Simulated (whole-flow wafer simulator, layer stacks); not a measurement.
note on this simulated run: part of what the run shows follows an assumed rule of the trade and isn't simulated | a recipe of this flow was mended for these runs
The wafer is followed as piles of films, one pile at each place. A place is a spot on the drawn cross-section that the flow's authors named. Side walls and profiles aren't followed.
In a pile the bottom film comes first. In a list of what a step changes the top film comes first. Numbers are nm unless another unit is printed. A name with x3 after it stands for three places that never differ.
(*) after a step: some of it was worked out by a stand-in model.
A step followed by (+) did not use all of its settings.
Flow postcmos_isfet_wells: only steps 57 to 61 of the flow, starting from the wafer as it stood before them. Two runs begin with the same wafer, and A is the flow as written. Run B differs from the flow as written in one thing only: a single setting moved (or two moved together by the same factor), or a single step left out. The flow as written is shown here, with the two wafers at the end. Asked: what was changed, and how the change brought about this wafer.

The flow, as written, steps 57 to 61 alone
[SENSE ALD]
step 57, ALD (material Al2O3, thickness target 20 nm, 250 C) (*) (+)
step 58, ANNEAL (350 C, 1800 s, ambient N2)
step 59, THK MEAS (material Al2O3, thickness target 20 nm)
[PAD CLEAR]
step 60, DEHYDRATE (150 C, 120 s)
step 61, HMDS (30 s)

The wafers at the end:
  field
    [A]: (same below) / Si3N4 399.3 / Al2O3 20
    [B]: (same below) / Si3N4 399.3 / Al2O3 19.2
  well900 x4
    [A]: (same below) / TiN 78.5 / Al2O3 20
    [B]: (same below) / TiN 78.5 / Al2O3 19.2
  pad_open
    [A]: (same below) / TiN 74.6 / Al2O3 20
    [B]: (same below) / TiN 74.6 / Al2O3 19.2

Cause: step 57, ALD: thickness target 19.24 nm was run, though the flow has thickness target 20 nm.
One can read it off the wafer: field has Al2O3 19.2, and step 57 as written asks for 20 nm.

Step by step, how the change led to this:
  step 57, ALD (material Al2O3, thickness target 20 nm, 250 C) (*) (+)
      field, margin x3, well900 x4, pad_open: A Al2O3 gains 20 (new film) | B Al2O3 gains 19.2 (new film)
